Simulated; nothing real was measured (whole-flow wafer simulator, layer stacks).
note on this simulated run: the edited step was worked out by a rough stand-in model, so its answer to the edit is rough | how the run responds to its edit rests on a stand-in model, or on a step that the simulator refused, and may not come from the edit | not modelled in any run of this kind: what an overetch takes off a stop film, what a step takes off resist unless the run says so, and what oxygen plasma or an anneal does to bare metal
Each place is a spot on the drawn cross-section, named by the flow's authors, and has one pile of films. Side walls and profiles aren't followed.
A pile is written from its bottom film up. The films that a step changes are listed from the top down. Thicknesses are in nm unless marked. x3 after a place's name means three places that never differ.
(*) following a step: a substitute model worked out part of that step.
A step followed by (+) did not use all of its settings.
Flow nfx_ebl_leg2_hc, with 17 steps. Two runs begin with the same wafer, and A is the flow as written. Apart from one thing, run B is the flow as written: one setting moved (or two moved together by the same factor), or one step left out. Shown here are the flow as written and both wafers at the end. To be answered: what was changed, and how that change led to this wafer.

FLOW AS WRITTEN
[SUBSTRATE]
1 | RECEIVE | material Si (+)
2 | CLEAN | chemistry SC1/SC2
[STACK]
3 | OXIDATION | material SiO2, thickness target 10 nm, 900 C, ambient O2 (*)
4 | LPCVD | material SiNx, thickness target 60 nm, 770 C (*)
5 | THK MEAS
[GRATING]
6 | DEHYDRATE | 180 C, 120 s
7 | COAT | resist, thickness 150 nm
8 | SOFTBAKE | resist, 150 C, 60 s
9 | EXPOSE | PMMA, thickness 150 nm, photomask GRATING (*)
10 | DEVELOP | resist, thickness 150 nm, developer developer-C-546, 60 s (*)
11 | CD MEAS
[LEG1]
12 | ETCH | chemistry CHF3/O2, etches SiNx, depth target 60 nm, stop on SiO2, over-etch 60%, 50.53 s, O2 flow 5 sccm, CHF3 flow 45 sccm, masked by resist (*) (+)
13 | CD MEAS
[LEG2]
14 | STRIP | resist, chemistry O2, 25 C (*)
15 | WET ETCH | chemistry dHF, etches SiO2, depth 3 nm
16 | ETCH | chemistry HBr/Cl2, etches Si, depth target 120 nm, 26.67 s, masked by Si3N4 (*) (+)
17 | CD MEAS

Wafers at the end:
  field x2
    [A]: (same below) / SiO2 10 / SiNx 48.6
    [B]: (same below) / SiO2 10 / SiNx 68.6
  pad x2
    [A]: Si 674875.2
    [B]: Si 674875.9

What caused this: step 4, LPCVD: thickness target 80 nm was run, whereas the flow has thickness target 60 nm.

The path from the change to this, step by step:
  4 | LPCVD | material SiNx, thickness target 60 nm, 770 C (*)
      field x2, pad x2: A SiNx gains 60 (new film) | B SiNx gains 80 (new film)
  12 | ETCH | chemistry CHF3/O2, etches SiNx, depth target 60 nm, stop on SiO2, over-etch 60%, 50.53 s, O2 flow 5 sccm, CHF3 flow 45 sccm, masked by resist (*) (+)
      pad x2: A SiNx loses 60 (all of it), SiO2 loses 10 (all of it) | B SiNx loses 80 (all of it), SiO2 loses 8
  14 | STRIP | resist, chemistry O2, 25 C (*)
      pad x2: A chemical SiO2 gains 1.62 (new film), Si loses 0.71 | B nothing
  15 | WET ETCH | chemistry dHF, etches SiO2, depth 3 nm
      pad x2: A chemical SiO2 loses 1.62 (all of it) | B SiO2 loses 2 (all of it)
